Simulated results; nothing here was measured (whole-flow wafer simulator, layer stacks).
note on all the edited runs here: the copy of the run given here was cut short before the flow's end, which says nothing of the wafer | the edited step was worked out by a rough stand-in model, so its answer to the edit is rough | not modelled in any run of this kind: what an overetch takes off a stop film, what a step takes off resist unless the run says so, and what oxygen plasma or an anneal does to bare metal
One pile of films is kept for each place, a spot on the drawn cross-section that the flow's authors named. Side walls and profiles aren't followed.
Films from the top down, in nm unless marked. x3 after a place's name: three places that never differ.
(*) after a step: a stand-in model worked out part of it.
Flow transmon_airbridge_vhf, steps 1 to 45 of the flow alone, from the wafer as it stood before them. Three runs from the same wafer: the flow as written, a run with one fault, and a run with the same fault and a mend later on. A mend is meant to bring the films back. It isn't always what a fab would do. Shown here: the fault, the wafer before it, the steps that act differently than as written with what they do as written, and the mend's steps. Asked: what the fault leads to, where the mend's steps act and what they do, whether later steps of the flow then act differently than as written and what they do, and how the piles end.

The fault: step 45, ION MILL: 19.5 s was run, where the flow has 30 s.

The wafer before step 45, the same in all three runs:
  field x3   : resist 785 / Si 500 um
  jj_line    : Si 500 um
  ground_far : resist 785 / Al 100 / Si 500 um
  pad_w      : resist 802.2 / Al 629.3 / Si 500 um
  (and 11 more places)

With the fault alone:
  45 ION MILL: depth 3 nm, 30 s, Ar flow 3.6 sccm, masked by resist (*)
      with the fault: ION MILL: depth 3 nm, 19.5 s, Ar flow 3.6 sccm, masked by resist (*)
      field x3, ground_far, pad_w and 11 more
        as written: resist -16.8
        with the fault: resist -10.9
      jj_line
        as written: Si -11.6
        with the fault: Si -7.56
  No later step of the flow acts differently than as written at any place that is followed.
  At the end the piles differ from the flow's only slightly at the places that both follow, by at most 2% or 0.5 nm, whichever is larger.

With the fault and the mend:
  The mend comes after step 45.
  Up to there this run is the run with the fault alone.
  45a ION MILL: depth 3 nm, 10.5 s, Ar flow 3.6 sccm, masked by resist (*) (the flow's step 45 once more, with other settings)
      field x3, ground_far, pad_w and 11 more
        resist -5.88
      jj_line
        Si -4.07
  No later step of the flow acts differently than as written at any place that is followed.
  At the end the piles are the same as the flow's at every place that both follow.
